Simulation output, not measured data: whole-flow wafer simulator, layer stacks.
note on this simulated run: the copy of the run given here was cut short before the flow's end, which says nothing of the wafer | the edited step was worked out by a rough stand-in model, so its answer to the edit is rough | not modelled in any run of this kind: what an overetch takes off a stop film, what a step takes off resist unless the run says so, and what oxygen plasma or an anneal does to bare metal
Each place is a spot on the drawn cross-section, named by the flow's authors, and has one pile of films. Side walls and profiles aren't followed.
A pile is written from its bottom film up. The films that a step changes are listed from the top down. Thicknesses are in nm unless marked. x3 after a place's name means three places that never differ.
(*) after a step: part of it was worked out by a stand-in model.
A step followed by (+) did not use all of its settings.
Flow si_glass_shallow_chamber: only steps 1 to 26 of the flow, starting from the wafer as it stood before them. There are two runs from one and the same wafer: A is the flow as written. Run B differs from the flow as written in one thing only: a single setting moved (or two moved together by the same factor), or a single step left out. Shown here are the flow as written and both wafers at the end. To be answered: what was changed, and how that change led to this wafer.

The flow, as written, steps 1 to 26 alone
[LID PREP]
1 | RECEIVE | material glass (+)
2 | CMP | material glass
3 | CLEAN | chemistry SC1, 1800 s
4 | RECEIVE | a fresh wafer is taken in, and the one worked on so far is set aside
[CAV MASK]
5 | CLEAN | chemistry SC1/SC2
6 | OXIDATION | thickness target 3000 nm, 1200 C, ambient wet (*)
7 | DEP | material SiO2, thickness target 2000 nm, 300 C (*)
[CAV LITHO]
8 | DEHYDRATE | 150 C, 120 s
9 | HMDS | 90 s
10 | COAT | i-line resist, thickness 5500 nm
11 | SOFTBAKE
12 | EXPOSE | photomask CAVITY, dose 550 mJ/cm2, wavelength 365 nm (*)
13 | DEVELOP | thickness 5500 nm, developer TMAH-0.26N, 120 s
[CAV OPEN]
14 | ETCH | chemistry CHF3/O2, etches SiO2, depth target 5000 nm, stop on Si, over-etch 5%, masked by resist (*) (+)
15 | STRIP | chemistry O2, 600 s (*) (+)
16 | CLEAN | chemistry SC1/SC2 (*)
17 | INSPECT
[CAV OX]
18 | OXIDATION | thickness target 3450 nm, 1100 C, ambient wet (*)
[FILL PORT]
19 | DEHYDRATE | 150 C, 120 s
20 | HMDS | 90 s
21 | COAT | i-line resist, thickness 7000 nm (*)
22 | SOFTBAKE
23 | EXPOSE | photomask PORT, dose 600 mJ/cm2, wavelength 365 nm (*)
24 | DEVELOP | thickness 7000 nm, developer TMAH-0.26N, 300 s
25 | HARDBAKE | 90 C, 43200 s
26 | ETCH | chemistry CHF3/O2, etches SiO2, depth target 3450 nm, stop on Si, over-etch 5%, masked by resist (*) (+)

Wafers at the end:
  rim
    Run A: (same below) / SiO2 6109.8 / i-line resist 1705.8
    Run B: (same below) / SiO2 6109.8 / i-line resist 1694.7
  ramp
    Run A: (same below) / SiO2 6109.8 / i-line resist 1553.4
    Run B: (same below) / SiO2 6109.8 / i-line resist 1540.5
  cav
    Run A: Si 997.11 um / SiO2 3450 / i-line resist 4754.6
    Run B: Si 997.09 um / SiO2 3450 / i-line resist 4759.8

What caused this: step 14, ETCH: over-etch 7.25% was run, while the flow as written has over-etch 5%.

How this came from the change, step by step:
  14 | ETCH | chemistry CHF3/O2, etches SiO2, depth target 5000 nm, stop on Si, over-etch 5%, masked by resist (*) (+)
      rim, ramp, septum, ring: A i-line resist loses 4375 | B i-line resist loses 4468.8
      cav, port: A SiO2 loses 5000 (all of it), Si loses 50 | B SiO2 loses 5000 (all of it), Si loses 72.5
  15 | STRIP | chemistry O2, 600 s (*) (+)
      rim, ramp, septum, ring: A i-line resist loses 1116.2 (all of it) | B i-line resist loses 1022.4 (all of it)
